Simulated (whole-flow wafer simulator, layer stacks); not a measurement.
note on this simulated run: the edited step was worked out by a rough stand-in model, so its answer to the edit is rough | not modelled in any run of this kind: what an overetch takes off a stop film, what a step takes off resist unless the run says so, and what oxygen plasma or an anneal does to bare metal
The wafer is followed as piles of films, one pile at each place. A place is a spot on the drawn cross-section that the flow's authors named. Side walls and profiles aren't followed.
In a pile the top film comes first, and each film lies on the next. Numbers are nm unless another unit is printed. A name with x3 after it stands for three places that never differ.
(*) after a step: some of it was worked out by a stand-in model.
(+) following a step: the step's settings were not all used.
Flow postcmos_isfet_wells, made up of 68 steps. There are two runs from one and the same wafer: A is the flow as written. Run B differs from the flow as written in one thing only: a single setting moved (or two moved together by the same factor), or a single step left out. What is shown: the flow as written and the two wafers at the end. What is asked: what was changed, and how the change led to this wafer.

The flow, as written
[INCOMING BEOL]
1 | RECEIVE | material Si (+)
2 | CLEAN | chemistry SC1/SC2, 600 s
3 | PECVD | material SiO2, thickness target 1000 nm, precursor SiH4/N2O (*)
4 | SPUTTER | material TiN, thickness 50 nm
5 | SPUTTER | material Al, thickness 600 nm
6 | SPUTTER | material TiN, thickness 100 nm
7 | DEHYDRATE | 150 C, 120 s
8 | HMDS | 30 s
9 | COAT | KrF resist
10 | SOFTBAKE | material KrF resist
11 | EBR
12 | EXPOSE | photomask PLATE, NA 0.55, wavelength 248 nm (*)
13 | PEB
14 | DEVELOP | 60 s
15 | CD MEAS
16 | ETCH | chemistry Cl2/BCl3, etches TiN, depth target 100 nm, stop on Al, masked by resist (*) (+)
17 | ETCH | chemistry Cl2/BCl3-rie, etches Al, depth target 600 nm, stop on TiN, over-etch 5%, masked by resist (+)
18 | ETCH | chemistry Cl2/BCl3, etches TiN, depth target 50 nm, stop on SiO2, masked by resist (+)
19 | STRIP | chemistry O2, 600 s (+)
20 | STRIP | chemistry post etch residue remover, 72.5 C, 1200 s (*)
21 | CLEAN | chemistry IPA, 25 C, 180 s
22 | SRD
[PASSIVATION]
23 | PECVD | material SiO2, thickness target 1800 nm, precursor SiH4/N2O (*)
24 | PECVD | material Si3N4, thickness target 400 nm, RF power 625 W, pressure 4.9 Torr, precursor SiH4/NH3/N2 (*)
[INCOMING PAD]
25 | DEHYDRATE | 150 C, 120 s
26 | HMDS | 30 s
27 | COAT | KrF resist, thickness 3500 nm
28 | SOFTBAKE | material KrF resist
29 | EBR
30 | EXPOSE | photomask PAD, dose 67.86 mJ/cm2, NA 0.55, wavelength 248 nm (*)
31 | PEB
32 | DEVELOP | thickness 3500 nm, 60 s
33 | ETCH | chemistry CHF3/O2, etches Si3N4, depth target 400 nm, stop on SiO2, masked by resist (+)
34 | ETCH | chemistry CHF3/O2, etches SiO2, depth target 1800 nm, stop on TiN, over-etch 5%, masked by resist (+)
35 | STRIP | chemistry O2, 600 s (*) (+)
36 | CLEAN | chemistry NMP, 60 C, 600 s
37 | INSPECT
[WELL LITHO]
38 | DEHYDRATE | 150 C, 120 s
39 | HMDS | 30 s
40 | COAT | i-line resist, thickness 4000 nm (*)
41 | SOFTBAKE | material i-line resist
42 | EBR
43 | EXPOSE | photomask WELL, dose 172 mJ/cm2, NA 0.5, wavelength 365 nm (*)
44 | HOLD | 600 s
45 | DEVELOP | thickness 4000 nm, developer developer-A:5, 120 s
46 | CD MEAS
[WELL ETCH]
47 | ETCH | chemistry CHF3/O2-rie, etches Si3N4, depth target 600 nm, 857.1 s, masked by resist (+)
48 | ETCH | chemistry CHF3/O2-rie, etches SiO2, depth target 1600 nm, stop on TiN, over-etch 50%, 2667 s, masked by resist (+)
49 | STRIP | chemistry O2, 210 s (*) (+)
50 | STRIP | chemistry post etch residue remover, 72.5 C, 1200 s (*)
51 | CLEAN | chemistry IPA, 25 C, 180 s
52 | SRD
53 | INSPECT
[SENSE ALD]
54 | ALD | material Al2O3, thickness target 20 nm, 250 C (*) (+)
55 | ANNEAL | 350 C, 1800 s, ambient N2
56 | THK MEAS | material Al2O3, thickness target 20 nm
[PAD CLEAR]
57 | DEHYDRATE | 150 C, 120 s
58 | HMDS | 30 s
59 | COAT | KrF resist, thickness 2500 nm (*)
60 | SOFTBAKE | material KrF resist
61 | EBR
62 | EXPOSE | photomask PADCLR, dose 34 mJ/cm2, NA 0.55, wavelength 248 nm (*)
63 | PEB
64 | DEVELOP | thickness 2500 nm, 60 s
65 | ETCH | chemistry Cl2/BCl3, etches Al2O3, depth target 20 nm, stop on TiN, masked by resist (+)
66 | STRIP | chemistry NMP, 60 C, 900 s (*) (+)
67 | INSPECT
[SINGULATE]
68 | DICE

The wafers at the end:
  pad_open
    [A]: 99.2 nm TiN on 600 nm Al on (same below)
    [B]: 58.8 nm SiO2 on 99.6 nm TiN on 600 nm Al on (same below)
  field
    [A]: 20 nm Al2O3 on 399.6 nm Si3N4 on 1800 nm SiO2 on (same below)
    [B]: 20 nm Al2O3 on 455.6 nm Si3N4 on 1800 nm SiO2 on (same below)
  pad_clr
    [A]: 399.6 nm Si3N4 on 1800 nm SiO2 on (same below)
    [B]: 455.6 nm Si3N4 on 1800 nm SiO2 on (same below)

The reason: step 24, PECVD: thickness target 456 nm was run, while the flow as written has thickness target 400 nm.

Step by step, how the change led to this:
  24 | PECVD | material Si3N4, thickness target 400 nm, RF power 625 W, pressure 4.9 Torr, precursor SiH4/NH3/N2 (*)
      field, margin, well900, well1300 x3, pad_rim, pad_clr, pad_open: A +400 Si3N4 (new film) | B +456 Si3N4 (new film)
  33 | ETCH | chemistry CHF3/O2, etches Si3N4, depth target 400 nm, stop on SiO2, masked by resist (+)
      pad_open: A -400 Si3N4 (all of it) | B -400 Si3N4
  34 | ETCH | chemistry CHF3/O2, etches SiO2, depth target 1800 nm, stop on TiN, over-etch 5%, masked by resist (+)
      pad_open: A -1800 SiO2 (all of it) | B -56 Si3N4 (all of it), -1741.2 SiO2
  47 | ETCH | chemistry CHF3/O2-rie, etches Si3N4, depth target 600 nm, 857.1 s, masked by resist (+)
      well900, well1300 x3: A -400 Si3N4 (all of it), -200 SiO2 | B -456 Si3N4 (all of it), -144 SiO2
  48 | ETCH | chemistry CHF3/O2-rie, etches SiO2, depth target 1600 nm, stop on TiN, over-etch 50%, 2667 s, masked by resist (+)
      well900, well1300 x3: A -1600 SiO2 (all of it) | B -1656 SiO2 (all of it)
